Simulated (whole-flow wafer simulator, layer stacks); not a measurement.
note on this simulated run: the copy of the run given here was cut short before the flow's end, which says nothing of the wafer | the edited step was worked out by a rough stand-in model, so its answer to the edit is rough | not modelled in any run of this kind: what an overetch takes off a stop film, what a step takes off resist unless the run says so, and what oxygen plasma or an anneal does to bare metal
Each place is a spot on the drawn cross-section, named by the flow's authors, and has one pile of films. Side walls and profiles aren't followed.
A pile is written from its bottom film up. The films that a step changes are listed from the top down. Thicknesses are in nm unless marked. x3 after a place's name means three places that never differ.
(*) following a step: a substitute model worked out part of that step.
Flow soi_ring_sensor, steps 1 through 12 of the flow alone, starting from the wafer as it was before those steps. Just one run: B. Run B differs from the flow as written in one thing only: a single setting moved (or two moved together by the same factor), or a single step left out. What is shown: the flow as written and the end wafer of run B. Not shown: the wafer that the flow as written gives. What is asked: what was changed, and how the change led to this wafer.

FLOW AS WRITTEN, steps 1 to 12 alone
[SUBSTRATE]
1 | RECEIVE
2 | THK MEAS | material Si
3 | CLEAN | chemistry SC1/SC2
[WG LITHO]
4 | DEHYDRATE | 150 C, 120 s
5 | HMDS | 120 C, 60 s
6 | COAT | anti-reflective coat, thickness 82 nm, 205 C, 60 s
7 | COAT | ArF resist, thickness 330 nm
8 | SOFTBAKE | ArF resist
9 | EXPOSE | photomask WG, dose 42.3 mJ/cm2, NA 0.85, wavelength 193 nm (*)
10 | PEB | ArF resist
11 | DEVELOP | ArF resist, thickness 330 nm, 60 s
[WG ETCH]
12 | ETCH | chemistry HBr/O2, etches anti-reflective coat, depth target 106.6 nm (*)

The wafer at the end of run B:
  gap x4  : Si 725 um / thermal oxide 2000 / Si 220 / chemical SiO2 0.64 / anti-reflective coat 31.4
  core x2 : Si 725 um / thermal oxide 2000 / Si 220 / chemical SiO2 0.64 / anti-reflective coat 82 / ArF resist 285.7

Cause: step 12, ETCH: depth target 50.6 nm was run, whereas the flow has depth target 106.6 nm.

Step by step, how the change led to this:
  12 | ETCH | chemistry HBr/O2, etches anti-reflective coat, depth target 106.6 nm (*)
      gap x4: anti-reflective coat loses 50.6 (as written it would have been: anti-reflective coat loses 82 (all of it), chemical SiO2 loses 0.64 (all of it))
      core x2: ArF resist loses 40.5 (as written it would have been: ArF resist loses 85.3)
